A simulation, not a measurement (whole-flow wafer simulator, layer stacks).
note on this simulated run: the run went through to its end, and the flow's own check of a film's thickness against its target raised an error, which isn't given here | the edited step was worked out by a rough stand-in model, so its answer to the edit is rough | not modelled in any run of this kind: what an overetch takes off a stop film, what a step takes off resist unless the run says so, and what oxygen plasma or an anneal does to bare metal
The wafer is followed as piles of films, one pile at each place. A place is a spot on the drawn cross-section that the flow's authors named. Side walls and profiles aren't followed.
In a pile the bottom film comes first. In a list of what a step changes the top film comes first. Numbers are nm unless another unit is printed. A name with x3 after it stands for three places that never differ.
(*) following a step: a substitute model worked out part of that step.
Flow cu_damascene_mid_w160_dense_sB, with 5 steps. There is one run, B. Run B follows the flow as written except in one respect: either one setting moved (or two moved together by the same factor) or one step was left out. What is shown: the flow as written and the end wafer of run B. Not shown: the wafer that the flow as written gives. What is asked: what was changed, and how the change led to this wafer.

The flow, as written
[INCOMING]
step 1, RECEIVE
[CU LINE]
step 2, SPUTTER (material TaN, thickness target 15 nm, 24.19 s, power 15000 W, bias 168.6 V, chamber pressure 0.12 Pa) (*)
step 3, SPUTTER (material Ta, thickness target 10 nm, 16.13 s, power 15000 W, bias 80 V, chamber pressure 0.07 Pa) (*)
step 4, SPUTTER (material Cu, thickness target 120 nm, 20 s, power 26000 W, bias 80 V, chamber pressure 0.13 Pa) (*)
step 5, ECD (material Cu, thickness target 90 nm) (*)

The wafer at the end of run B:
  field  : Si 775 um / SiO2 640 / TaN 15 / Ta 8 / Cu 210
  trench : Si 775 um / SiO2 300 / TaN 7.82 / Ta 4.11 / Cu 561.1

The reason: step 3, SPUTTER: thickness target 8 nm was run, though the flow has thickness target 10 nm; step 3, SPUTTER: 12.9 s was run, where the flow has 16.13 s.
The wafer itself shows it: field has Ta 8, and step 3 as written asks for 10 nm.

How this came from the change, step by step:
  step 3, SPUTTER (material Ta, thickness target 10 nm, 16.13 s, power 15000 W, bias 80 V, chamber pressure 0.07 Pa) (*)
      field: Ta gains 8 (new film) (it would be, as written: Ta gains 10 (new film))
      trench: Ta gains 4.11 (new film) (it would be, as written: Ta gains 5.14 (new film))
